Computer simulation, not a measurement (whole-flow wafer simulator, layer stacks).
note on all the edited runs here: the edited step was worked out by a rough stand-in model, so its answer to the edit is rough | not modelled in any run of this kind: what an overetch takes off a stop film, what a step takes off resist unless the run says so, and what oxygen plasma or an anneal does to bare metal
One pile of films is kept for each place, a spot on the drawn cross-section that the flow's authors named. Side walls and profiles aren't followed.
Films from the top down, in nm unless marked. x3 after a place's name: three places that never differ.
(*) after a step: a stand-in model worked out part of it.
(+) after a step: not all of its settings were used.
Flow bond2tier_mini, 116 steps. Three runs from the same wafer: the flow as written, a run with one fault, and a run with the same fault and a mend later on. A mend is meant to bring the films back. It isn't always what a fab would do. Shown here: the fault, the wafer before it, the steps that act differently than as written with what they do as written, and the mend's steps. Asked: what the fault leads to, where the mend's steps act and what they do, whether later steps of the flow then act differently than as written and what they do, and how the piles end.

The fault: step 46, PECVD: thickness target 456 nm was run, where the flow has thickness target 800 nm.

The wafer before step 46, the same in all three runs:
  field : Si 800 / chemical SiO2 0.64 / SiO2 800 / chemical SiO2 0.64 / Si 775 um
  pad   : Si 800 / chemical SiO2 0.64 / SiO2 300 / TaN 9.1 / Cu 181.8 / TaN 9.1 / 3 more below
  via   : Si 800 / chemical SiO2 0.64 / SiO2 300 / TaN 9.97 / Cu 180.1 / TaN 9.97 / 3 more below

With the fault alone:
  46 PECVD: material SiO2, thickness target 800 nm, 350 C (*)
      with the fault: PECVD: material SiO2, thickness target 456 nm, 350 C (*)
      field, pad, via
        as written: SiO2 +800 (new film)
        with the fault: SiO2 +456 (new film)
  Later steps of the flow that act differently than as written:
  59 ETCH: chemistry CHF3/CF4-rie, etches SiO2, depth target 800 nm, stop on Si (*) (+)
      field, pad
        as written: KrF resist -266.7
        with the fault: KrF resist -209.5
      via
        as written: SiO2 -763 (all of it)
        with the fault: SiO2 -419 (all of it)
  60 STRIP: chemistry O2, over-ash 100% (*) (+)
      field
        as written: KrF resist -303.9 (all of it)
        with the fault: KrF resist -361.1 (all of it)
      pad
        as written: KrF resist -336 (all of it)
        with the fault: KrF resist -393.1 (all of it)
  At the end the piles differ from the flow's by more than 2% or 0.5 nm, whichever is larger, at field, pad.
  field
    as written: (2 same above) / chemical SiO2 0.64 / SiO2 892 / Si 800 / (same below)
    with the fault: (2 same above) / chemical SiO2 0.64 / SiO2 548 / Si 800 / (same below)
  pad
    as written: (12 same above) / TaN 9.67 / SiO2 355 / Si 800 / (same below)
    with the fault: (12 same above) / TaN 9.67 / SiO2 11 / Si 800 / (same below)

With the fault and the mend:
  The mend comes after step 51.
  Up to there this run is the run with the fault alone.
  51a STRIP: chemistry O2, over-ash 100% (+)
      field
        KrF resist -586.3 (all of it)
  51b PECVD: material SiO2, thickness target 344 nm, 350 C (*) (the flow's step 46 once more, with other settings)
      field, pad, via
        SiO2 +344
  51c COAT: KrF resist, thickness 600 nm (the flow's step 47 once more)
      field, pad, via
        KrF resist +600 (new film)
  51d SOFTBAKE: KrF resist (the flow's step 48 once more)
      changes no film at any place that is followed
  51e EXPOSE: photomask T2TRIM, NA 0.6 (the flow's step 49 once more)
      changes no film at any place that is followed
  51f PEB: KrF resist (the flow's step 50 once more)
      changes no film at any place that is followed
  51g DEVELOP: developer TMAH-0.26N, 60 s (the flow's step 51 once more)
      pad, via
        KrF resist -600 (all of it)
      field
        KrF resist -13.7
  No later step of the flow acts differently than as written at any place that is followed.
  At the end the piles are the same as the flow's at every place that both follow.
